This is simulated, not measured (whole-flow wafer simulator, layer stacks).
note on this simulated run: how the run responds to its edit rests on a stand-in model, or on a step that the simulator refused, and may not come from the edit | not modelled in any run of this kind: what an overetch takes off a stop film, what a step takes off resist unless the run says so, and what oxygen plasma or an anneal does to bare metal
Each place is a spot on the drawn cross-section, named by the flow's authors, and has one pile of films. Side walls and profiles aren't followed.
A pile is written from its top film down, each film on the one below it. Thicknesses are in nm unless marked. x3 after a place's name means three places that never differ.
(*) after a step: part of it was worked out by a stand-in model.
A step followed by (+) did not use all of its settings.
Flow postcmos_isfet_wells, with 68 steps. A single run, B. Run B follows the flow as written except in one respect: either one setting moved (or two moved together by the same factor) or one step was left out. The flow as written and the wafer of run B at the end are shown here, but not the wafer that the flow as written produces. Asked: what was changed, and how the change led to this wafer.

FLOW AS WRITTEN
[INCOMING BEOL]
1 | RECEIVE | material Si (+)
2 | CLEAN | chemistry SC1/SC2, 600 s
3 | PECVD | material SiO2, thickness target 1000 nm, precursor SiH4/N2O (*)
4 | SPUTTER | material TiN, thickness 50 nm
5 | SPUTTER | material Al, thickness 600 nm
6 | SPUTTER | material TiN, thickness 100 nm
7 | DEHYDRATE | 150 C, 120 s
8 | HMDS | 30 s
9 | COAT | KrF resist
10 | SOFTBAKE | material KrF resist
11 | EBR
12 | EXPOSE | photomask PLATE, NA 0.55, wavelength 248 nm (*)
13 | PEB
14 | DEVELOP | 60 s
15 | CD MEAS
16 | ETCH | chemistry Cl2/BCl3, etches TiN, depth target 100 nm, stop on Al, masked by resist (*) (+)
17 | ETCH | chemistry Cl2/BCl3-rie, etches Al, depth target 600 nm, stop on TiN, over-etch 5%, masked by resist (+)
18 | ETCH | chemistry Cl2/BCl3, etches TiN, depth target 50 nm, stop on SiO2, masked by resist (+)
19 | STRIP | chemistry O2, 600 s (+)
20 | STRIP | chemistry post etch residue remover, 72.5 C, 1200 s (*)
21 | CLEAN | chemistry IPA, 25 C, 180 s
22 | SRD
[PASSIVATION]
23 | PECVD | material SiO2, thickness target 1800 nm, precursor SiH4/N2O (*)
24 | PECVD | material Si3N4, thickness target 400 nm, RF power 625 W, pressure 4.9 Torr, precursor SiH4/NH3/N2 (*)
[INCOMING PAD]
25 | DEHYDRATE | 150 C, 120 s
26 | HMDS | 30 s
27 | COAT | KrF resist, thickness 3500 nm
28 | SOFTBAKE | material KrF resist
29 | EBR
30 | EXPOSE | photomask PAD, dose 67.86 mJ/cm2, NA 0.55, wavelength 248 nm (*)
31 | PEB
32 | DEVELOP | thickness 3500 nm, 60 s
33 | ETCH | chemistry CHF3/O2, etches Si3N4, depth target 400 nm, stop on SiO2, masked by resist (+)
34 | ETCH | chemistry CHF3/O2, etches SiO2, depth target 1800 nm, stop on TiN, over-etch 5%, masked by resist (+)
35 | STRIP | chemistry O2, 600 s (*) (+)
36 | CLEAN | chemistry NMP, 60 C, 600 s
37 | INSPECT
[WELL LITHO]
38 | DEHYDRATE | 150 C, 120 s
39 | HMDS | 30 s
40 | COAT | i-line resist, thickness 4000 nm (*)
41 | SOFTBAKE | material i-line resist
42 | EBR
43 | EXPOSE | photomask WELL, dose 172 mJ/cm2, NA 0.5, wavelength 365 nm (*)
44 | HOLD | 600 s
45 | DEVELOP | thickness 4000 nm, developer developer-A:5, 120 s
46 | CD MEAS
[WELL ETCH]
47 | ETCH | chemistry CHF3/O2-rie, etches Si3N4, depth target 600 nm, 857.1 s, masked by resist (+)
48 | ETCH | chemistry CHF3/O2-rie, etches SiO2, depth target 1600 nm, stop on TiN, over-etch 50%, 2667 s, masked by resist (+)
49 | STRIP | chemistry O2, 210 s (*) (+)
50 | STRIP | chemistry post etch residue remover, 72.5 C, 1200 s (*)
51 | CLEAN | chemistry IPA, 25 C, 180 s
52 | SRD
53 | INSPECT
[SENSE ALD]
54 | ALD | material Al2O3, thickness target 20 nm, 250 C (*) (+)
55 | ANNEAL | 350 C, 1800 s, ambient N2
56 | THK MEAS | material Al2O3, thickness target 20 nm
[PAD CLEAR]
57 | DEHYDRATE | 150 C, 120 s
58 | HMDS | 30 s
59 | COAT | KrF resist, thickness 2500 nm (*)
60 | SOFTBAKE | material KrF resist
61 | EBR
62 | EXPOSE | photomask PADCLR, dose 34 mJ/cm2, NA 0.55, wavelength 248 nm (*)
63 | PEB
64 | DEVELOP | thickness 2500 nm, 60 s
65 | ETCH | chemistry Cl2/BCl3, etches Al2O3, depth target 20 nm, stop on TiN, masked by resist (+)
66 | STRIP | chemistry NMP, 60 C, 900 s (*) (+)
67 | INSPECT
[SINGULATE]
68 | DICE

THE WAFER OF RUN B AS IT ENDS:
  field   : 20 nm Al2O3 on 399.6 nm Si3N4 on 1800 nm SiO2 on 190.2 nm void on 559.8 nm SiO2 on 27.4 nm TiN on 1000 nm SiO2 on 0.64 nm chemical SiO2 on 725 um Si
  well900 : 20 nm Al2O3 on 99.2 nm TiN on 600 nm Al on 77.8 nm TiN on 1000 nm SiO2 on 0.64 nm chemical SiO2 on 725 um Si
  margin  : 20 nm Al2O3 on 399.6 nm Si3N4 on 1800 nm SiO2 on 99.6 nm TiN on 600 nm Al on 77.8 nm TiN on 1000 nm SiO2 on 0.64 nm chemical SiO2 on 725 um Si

The reason: step 4, SPUTTER: thickness 77.8 nm was run, while the flow as written has thickness 50 nm.
The wafer itself shows it: well900 has TiN 77.8, and step 4 as written asks for 50 nm.

How this came from the change, step by step:
  4 | SPUTTER | material TiN, thickness 50 nm
      field, margin, well900, well1300 x3, pad_rim, pad_clr, pad_open: TiN gains 77.8 (new film) (as written it would have been: TiN gains 50 (new film))
  18 | ETCH | chemistry Cl2/BCl3, etches TiN, depth target 50 nm, stop on SiO2, masked by resist (+)
      field: TiN loses 50 (as written it would have been: TiN loses 50 (all of it))
  23 | PECVD | material SiO2, thickness target 1800 nm, precursor SiH4/N2O (*)
      field: SiO2 gains 1800 (new film), void gains 190.2 (new film), SiO2 gains 559.8 (new film) (as written it would have been: SiO2 gains 1800 (new film), void gains 189.9 (new film), SiO2 gains 559.7)
If metal films that touch count as one body, field has 1 body; the flow as written gives 0 bodies.
